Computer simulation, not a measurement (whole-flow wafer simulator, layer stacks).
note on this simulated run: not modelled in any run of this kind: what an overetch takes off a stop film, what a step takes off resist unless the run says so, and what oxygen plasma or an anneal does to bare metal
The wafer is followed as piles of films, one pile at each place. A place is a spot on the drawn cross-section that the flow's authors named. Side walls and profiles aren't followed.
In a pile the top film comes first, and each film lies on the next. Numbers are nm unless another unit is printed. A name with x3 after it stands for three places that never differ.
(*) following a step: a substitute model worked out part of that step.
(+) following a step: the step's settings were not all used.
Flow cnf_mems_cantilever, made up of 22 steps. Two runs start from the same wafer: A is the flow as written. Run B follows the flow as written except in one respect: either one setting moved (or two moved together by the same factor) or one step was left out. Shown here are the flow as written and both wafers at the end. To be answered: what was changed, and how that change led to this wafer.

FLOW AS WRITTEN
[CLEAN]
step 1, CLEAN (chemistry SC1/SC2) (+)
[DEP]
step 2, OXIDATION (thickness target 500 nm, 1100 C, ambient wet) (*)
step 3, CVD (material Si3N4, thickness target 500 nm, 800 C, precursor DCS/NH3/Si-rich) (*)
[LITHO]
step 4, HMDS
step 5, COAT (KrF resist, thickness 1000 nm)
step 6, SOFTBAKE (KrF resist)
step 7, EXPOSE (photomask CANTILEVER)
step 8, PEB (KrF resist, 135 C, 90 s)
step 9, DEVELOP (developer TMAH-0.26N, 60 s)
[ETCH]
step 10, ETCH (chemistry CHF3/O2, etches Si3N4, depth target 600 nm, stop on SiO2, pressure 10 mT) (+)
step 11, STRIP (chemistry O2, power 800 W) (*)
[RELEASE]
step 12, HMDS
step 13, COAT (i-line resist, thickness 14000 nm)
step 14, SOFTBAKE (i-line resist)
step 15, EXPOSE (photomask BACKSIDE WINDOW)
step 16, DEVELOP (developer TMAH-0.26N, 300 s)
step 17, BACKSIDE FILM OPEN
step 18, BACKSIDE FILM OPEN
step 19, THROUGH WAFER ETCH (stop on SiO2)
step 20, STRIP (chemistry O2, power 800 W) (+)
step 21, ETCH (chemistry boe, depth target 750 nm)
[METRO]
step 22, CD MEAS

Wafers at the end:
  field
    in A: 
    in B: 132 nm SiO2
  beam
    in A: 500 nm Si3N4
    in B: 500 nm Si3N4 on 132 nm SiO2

The reason: step 21, ETCH: depth target 368 nm was run, though the flow has depth target 750 nm.

The path from the change to this, step by step:
  step 21, ETCH (chemistry boe, depth target 750 nm)
      field: A SiO2 loses 500 (all of it) | B SiO2 loses 368
      beam: A under 1 film: SiO2 loses 500 (all of it) | B under 1 film: SiO2 loses 368
